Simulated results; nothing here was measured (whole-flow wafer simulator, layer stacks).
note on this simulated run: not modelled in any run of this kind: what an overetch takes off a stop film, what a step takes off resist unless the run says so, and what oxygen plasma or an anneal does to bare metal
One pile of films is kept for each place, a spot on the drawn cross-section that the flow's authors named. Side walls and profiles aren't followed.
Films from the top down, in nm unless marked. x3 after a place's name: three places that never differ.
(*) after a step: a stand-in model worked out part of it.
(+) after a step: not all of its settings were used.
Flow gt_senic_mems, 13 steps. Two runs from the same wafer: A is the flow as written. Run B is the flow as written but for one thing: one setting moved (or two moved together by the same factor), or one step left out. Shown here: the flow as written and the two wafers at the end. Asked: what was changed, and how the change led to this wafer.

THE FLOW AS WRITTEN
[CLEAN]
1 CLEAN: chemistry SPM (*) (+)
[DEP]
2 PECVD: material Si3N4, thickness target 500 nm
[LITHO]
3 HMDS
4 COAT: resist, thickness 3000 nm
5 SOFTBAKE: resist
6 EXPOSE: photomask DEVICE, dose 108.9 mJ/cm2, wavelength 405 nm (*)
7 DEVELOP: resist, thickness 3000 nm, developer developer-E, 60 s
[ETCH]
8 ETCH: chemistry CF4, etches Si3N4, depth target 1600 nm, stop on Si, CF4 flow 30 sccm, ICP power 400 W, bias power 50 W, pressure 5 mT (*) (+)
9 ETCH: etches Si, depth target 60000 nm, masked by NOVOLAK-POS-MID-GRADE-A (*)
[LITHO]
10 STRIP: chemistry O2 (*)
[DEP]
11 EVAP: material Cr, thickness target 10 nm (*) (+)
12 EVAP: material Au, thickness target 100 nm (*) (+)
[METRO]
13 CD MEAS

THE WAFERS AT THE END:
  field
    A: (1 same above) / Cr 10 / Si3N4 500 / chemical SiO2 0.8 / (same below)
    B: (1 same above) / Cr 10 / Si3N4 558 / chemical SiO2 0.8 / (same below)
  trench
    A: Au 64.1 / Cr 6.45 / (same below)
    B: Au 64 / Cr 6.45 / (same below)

The cause: step 2, PECVD: thickness target 558 nm was run, where the flow has thickness target 500 nm.
It can be read off the wafer: field has Si3N4 558, and step 2 as written asks for 500 nm.

How the change led to this, step by step:
  2 PECVD: material Si3N4, thickness target 500 nm
      field, trench: A Si3N4 +500 (new film) | B Si3N4 +558 (new film)
  8 ETCH: chemistry CF4, etches Si3N4, depth target 1600 nm, stop on Si, CF4 flow 30 sccm, ICP power 400 W, bias power 50 W, pressure 5 mT (*) (+)
      field: A resist -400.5 | B resist -439.2
      trench: A Si3N4 -500 (all of it), chemical SiO2 -0.8 (all of it) | B Si3N4 -558 (all of it), chemical SiO2 -0.8 (all of it)
  10 STRIP: chemistry O2 (*)
      field: A resist -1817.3 (all of it) | B resist -1778.6 (all of it)
